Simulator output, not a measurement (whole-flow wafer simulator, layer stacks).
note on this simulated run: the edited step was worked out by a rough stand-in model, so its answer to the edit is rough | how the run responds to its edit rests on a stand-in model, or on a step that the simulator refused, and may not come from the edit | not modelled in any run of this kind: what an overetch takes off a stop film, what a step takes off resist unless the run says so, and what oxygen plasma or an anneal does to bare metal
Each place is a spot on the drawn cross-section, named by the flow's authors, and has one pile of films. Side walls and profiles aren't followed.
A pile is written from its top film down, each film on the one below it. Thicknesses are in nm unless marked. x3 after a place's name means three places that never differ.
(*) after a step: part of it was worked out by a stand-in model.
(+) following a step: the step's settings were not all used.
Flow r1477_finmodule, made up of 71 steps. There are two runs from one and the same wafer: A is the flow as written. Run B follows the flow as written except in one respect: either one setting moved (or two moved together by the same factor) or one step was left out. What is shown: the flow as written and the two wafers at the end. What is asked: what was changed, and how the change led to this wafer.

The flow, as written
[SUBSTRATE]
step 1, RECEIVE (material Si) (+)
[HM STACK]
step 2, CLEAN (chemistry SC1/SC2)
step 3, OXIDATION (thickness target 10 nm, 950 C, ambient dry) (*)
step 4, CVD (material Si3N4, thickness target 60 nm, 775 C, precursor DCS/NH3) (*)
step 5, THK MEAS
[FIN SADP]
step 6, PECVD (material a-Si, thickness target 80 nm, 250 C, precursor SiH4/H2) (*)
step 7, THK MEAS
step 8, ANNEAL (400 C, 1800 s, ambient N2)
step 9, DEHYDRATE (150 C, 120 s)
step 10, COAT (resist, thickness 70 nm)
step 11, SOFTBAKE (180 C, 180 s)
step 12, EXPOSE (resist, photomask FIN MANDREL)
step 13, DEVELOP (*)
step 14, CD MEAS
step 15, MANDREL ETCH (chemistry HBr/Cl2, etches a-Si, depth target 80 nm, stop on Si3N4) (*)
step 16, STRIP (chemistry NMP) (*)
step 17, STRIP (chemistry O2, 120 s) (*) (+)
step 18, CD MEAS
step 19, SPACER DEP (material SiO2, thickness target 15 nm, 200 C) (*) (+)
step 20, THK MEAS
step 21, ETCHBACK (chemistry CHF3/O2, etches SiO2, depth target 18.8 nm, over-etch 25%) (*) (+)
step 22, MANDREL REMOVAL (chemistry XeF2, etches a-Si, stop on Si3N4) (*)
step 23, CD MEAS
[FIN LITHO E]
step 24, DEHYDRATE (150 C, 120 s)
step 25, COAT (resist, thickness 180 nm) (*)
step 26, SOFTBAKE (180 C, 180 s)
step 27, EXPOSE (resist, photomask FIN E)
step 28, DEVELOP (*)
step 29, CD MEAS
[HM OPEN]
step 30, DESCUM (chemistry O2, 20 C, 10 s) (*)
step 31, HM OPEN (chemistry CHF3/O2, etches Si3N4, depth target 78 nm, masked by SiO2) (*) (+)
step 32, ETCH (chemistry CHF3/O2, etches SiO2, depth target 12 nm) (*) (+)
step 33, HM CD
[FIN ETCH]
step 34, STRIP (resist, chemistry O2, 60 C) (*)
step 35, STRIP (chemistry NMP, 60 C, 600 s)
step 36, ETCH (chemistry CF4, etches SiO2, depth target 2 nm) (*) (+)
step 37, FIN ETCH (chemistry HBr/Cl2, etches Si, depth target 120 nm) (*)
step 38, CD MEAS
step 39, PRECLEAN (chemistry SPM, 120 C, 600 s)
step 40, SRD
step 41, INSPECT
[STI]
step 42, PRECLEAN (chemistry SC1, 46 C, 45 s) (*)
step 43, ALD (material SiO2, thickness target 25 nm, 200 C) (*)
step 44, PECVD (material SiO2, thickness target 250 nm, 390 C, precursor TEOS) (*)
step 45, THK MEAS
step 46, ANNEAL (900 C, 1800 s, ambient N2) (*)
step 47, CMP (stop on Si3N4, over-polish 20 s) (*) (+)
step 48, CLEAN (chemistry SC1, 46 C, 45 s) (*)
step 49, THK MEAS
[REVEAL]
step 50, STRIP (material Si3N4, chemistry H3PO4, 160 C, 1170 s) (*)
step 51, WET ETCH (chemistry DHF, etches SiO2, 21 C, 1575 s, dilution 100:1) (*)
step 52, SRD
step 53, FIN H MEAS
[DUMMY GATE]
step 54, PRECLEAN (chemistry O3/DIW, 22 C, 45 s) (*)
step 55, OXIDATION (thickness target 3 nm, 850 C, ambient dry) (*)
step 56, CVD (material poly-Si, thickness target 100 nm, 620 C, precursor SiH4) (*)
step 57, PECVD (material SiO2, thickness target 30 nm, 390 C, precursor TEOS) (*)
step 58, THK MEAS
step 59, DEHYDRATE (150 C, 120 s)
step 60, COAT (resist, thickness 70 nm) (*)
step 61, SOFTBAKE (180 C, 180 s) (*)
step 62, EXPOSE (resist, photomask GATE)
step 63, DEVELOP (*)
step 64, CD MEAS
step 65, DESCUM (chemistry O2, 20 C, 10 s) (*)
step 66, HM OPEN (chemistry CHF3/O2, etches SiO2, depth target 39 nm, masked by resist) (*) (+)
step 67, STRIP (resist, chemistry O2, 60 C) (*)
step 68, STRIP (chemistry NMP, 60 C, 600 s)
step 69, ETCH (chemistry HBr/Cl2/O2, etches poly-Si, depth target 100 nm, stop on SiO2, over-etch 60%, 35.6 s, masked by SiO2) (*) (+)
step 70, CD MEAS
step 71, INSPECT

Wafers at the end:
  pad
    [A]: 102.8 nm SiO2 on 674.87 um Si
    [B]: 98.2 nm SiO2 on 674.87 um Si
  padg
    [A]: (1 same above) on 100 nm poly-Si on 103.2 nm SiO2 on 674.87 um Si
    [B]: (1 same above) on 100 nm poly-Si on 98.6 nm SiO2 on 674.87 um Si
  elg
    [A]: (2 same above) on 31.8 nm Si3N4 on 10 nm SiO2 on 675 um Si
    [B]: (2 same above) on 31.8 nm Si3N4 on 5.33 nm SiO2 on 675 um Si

The reason: step 3, OXIDATION: 879 C was run, though the flow has 950 C.

How this came from the change, step by step:
  step 3, OXIDATION (thickness target 10 nm, 950 C, ambient dry) (*)
      pad, padg, elg and 33 more: A SiO2 gains 10 (new film), chemical SiO2 loses 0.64 (all of it), Si loses 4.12 | B SiO2 gains 5.33 (new film), chemical SiO2 loses 0.64 (all of it), Si loses 2.06
  step 31, HM OPEN (chemistry CHF3/O2, etches Si3N4, depth target 78 nm, masked by SiO2) (*) (+)
      s40cg, s45cg, s50cg, s40co, s45co, s50co: A Si3N4 loses 60 (all of it), SiO2 loses 9 | B Si3N4 loses 60 (all of it), SiO2 loses 5.33 (all of it)
      pad, padg, esg and 13 more: A Si3N4 loses 56.4 (all of it), SiO2 loses 10 (all of it) | B Si3N4 loses 56.4 (all of it), SiO2 loses 5.33 (all of it)
  step 32, ETCH (chemistry CHF3/O2, etches SiO2, depth target 12 nm) (*) (+)
      s40cg, s40co: A SiO2 loses 1 (all of it), Si loses 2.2 | B Si loses 2.09
      s45cg, s45co: A SiO2 loses 1 (all of it), Si loses 2.2 | B Si loses 2.13
      (as well as at 2 more places)
  step 43, ALD (material SiO2, thickness target 25 nm, 200 C) (*)
      s45cg, s50cg, s45co, s50co: A SiO2 gains 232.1 (new film) | B SiO2 gains 227.4 (new film)
      s40cg, s40co: A SiO2 gains 232.1 (new film) | B SiO2 gains 227.3 (new film)
      (as well as at 1 more place)
  step 47, CMP (stop on Si3N4, over-polish 20 s) (*) (+)
      pad, padg, e40sg and 11 more: A SiO2 loses 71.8 | B SiO2 loses 76.4
      eso: A SiO2 loses 72.4 | B SiO2 loses 77
  step 51, WET ETCH (chemistry DHF, etches SiO2, 21 C, 1575 s, dilution 100:1) (*)
      s40sg_line, s45sg_line, s50sg_line, s40so_line, s45so_line, s50so_line: A SiO2 loses 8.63 (all of it) | B SiO2 loses 3.96 (all of it)
  step 56, CVD (material poly-Si, thickness target 100 nm, 620 C, precursor SiH4) (*)
      s40cg, s40co: A poly-Si gains 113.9 (new film) | B poly-Si gains 120.6 (new film)
      s45cg, s45co: A poly-Si gains 113.4 (new film) | B poly-Si gains 118 (new film)
      (as well as at 2 more places)
  step 60, COAT (resist, thickness 70 nm) (*)
      s40cg, s40co: A resist gains 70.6 (new film) | B resist gains 68.9 (new film)
      s40sg, s40so: A resist gains 91 (new film) | B resist gains 96 (new film)
      (as well as at 4 more places)
  step 63, DEVELOP (*)
      s40co: A resist loses 70.6 (all of it) | B resist loses 68.9 (all of it)
      s40so: A resist loses 91 (all of it) | B resist loses 96 (all of it)
      (as well as at 2 more places)
  step 67, STRIP (resist, chemistry O2, 60 C) (*)
      s40cg: A resist loses 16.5 (all of it) | B resist loses 14.8 (all of it)
      s40sg: A resist loses 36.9 (all of it) | B resist loses 41.9 (all of it)
      (as well as at 2 more places)
  step 69, ETCH (chemistry HBr/Cl2/O2, etches poly-Si, depth target 100 nm, stop on SiO2, over-etch 60%, 35.6 s, masked by SiO2) (*) (+)
      s40co: A chemical SiO2 loses 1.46 (all of it), poly-Si loses 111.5 (all of it), SiO2 loses 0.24 | B chemical SiO2 loses 1.46 (all of it), poly-Si loses 118.2 (all of it), SiO2 loses 0.21
      s45co: A chemical SiO2 loses 1.46 (all of it), poly-Si loses 110.9 (all of it), SiO2 loses 0.25 | B chemical SiO2 loses 1.46 (all of it), poly-Si loses 115.6 (all of it), SiO2 loses 0.22
      (as well as at 1 more place)
